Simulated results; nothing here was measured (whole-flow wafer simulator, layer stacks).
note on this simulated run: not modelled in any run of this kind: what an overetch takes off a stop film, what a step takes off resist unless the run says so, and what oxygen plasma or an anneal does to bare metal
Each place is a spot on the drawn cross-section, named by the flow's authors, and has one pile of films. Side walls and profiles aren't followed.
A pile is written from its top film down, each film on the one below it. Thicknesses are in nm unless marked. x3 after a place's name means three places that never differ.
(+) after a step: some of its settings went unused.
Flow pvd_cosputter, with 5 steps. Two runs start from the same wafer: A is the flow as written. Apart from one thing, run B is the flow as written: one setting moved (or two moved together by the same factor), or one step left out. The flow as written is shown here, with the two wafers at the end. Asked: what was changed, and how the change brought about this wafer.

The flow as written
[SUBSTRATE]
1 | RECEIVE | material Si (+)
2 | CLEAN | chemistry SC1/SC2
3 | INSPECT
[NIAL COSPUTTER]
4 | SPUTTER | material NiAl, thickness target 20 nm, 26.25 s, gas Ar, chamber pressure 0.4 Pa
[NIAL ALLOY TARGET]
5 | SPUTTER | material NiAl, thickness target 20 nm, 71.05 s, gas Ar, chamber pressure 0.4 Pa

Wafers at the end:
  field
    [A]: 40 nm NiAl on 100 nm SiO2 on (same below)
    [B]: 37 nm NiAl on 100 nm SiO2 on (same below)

The reason: step 4, SPUTTER: thickness target 17 nm was run, though the flow has thickness target 20 nm; step 4, SPUTTER: 22.31 s was run, where the flow has 26.25 s.

Step by step, how the change led to this:
  4 | SPUTTER | material NiAl, thickness target 20 nm, 26.25 s, gas Ar, chamber pressure 0.4 Pa
      field: A +20 NiAl (new film) | B +17 NiAl (new film)
